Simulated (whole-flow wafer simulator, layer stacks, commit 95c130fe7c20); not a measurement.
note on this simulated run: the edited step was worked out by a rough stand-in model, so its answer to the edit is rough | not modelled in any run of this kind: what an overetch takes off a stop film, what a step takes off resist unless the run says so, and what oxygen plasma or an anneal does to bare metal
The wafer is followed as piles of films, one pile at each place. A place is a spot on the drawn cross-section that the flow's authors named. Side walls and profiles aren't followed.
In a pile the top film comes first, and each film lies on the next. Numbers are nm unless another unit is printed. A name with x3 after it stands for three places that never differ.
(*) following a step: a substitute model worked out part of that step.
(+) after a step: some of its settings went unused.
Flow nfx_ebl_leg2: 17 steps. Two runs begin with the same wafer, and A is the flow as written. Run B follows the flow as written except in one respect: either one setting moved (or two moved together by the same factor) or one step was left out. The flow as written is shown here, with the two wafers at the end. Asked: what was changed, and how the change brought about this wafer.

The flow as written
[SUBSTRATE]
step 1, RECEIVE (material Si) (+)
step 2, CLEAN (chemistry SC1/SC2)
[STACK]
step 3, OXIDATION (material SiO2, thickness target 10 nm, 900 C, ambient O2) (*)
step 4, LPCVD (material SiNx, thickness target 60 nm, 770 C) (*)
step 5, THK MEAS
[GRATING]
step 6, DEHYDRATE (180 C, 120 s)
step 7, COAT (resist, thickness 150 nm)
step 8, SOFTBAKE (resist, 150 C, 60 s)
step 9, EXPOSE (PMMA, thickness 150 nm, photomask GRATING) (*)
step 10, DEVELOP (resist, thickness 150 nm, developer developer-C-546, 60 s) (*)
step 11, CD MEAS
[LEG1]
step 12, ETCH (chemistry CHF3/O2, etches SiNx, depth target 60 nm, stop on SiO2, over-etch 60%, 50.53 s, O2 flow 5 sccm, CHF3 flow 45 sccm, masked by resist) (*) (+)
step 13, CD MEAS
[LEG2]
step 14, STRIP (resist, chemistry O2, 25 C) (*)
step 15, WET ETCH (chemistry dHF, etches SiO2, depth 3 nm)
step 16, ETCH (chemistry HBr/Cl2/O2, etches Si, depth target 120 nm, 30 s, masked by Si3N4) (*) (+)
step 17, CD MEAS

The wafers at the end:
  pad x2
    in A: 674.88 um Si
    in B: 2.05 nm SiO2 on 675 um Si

Cause: step 12, ETCH: depth target 39 nm was run, while the flow as written has depth target 60 nm.

Step by step, how the change led to this:
  step 12, ETCH (chemistry CHF3/O2, etches SiNx, depth target 60 nm, stop on SiO2, over-etch 60%, 50.53 s, O2 flow 5 sccm, CHF3 flow 45 sccm, masked by resist) (*) (+)
      pad x2: A -60 SiNx (all of it), -10 SiO2 (all of it) | B -60 SiNx (all of it), -1.2 SiO2
      field x2: A -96 resist | B -62.4 resist
  step 14, STRIP (resist, chemistry O2, 25 C) (*)
      pad x2: A +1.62 chemical SiO2 (new film), -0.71 Si | B nothing
      field x2: A -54 resist (all of it) | B -87.6 resist (all of it)
  step 15, WET ETCH (chemistry dHF, etches SiO2, depth 3 nm)
      pad x2: A -1.62 chemical SiO2 (all of it) | B -3 SiO2
  step 16, ETCH (chemistry HBr/Cl2/O2, etches Si, depth target 120 nm, 30 s, masked by Si3N4) (*) (+)
      pad x2: A -120 Si | B -3.75 SiO2
